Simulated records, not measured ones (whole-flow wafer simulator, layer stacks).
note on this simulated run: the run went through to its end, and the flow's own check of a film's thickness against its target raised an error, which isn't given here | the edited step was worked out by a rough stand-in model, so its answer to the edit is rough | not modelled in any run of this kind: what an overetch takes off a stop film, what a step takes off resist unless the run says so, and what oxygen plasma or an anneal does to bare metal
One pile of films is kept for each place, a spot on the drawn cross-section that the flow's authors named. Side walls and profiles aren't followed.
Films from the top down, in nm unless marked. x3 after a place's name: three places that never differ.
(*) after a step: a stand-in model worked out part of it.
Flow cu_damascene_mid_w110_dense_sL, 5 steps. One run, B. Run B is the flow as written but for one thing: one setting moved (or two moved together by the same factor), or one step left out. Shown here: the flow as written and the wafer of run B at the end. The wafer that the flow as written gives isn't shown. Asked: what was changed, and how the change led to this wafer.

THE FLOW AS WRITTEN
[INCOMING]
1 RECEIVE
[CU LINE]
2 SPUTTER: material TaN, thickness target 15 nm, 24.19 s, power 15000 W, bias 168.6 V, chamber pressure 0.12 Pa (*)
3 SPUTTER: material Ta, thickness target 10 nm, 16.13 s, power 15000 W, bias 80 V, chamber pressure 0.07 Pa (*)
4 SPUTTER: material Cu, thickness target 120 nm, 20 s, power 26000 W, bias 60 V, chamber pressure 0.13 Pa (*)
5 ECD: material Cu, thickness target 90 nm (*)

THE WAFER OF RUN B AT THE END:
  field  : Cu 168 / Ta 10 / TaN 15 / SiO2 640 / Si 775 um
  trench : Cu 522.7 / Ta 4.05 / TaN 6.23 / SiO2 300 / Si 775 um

The cause: step 4, SPUTTER: thickness target 78 nm was run, where the flow has thickness target 120 nm; step 4, SPUTTER: 13 s was run, where the flow has 20 s.

How the change led to this, step by step:
  4 SPUTTER: material Cu, thickness target 120 nm, 20 s, power 26000 W, bias 60 V, chamber pressure 0.13 Pa (*)
      field: Cu +78 (new film) (as written it would be: Cu +120 (new film))
      trench: Cu +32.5 (new film) (as written it would be: Cu +49.9 (new film))
  5 ECD: material Cu, thickness target 90 nm (*)
      trench: Cu +490.3 (as written it would be: Cu +514.8)
